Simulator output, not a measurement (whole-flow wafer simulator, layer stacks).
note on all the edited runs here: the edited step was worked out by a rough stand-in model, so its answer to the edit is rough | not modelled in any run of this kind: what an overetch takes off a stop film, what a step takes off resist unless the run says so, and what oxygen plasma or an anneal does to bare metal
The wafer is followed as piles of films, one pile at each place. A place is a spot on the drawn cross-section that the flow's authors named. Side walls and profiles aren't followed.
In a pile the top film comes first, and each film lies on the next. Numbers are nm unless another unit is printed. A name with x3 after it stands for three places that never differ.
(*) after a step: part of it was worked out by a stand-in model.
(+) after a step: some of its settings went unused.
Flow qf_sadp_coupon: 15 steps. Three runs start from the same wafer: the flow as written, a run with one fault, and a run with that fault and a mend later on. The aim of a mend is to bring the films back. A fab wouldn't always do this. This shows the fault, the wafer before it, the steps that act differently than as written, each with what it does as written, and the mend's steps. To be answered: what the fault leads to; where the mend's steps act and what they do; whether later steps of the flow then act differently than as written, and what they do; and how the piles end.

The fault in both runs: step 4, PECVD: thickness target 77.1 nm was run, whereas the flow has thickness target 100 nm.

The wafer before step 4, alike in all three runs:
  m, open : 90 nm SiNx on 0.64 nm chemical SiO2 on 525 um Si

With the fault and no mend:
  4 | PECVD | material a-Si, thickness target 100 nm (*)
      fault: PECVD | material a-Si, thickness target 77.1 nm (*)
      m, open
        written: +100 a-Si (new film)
        fault: +77.1 a-Si (new film)
  Steps further on in the flow that do not act as written:
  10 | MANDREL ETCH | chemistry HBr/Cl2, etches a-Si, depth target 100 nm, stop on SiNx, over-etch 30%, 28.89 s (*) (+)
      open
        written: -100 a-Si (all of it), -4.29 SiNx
        fault: -77.1 a-Si (all of it), -7.56 SiNx
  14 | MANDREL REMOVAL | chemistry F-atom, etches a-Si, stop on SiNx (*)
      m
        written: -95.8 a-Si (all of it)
        fault: -72.9 a-Si (all of it)
  The piles end different from the flow's at open by more than 2% or 0.5 nm, whichever is larger.
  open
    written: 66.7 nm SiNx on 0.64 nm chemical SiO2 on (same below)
    fault: 63.4 nm SiNx on 0.64 nm chemical SiO2 on (same below)

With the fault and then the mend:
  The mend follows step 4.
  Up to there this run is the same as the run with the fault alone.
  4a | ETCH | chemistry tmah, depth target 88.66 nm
      m, open
        -77.1 a-Si (all of it)
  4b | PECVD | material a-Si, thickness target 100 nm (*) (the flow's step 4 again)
      m, open
        +100 a-Si (new film)
  None of the later steps of the flow acts differently than as written at any place that is followed.
  The piles end the same as the flow's at every place that both follow.
